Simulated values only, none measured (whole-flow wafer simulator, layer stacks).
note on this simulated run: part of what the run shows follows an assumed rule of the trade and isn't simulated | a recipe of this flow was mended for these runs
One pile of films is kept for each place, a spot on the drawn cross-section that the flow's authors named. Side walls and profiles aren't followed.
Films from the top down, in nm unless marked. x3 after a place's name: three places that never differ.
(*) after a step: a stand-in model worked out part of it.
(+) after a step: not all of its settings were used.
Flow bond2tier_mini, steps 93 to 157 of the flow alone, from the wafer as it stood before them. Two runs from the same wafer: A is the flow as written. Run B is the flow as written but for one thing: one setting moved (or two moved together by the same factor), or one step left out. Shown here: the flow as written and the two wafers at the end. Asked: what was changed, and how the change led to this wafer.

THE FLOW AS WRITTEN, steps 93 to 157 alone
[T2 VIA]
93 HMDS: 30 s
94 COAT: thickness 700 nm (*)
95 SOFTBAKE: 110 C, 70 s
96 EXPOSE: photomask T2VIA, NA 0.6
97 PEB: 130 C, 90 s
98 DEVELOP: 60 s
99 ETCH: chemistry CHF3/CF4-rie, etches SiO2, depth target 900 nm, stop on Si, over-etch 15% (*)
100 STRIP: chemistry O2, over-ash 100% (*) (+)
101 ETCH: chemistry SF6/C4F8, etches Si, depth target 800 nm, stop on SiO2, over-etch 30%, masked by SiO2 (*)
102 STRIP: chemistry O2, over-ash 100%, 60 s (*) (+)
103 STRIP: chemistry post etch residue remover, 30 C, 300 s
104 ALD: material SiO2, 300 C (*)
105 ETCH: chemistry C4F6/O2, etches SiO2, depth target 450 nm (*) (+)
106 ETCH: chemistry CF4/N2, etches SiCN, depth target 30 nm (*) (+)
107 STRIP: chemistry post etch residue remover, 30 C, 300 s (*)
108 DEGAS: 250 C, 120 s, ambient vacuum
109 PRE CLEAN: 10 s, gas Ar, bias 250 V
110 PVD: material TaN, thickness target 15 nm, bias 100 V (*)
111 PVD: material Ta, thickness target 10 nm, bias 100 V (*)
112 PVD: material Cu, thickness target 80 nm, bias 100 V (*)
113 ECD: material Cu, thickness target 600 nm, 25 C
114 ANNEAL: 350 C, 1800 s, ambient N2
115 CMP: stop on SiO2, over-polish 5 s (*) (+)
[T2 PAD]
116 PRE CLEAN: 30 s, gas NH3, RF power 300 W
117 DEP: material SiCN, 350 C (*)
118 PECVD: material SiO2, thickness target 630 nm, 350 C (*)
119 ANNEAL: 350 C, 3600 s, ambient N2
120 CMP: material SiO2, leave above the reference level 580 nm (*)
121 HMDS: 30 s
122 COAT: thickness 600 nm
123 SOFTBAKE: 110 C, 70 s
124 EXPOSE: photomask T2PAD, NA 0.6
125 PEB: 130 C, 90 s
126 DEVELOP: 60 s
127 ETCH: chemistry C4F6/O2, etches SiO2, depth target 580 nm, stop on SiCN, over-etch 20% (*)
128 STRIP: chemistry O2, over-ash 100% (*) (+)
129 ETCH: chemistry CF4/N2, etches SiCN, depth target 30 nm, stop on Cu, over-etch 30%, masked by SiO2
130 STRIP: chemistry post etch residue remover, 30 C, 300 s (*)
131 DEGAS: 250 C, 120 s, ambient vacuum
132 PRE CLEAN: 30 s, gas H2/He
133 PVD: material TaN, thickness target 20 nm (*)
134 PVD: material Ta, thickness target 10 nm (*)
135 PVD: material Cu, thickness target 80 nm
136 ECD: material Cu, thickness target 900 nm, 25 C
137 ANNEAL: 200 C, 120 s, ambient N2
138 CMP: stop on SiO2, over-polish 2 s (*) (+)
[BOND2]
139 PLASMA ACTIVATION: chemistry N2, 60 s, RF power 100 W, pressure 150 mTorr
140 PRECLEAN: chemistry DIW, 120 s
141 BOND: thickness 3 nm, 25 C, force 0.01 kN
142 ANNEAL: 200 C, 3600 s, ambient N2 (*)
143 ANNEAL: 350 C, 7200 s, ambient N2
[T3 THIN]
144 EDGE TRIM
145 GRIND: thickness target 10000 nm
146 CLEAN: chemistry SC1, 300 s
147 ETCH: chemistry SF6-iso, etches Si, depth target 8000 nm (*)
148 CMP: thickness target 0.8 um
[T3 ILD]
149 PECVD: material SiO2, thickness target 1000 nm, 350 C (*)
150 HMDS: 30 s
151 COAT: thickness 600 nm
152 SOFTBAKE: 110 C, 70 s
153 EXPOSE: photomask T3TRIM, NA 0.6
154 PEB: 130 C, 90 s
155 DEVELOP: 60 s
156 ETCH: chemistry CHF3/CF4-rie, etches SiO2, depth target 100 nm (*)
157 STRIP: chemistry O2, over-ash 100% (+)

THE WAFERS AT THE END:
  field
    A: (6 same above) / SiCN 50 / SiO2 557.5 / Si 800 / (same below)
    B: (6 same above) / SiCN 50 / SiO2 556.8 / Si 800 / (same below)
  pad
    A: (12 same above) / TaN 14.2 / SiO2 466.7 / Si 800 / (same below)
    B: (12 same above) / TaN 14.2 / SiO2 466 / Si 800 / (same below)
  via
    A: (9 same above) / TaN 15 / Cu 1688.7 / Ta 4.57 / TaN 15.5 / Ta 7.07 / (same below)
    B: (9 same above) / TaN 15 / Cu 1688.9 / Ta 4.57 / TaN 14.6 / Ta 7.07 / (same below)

The cause: step 109, PRE CLEAN: bias 338 V was run, where the flow has bias 250 V.

How the change led to this, step by step:
  109 PRE CLEAN: 10 s, gas Ar, bias 250 V
      field, pad: A SiO2 -3 | B SiO2 -3.71
      via: A TaN -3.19 | B TaN -4.08
